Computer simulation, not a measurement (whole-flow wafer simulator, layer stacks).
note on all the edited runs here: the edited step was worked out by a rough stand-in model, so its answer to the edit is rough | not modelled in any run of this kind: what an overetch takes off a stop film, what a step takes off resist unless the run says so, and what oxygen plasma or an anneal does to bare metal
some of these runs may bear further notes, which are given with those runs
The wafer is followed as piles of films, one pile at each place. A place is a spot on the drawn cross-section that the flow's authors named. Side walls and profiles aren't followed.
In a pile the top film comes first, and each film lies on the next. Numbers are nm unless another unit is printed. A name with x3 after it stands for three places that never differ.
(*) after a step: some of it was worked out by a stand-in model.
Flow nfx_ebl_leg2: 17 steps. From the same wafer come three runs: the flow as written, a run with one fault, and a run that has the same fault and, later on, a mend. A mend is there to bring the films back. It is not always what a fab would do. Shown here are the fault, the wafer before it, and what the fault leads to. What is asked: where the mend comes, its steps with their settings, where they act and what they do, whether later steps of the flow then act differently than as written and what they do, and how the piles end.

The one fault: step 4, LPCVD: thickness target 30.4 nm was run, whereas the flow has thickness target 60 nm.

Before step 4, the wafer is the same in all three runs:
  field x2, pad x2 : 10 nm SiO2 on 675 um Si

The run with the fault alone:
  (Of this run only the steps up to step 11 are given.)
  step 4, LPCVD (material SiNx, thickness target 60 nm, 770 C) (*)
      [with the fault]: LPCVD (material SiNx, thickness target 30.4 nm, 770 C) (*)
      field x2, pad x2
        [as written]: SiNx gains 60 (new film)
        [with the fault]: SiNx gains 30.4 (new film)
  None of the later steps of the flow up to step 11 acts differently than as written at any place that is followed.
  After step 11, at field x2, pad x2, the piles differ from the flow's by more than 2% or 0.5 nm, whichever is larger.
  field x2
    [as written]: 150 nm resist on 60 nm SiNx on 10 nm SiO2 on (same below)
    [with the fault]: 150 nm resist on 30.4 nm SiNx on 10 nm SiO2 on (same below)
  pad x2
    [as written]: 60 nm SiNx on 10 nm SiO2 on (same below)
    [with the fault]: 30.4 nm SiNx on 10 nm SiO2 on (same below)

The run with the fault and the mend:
  The mend stands after step 5.
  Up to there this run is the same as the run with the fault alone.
  step 5a, ETCH (chemistry h3po4, depth target 34.96 nm)
      field x2, pad x2
        SiNx loses 30.4 (all of it)
  step 5b, CLEAN (chemistry SC1/SC2) (the flow's step 2 again)
      alters no film at any place that is followed
  step 5c, LPCVD (material SiNx, thickness target 60 nm, 770 C) (*) (the flow's step 4 again)
      field x2, pad x2
        SiNx gains 60 (new film)
  None of the later steps of the flow acts differently than as written at any place that is followed.
  The piles end the same as the flow's at every place that both follow.
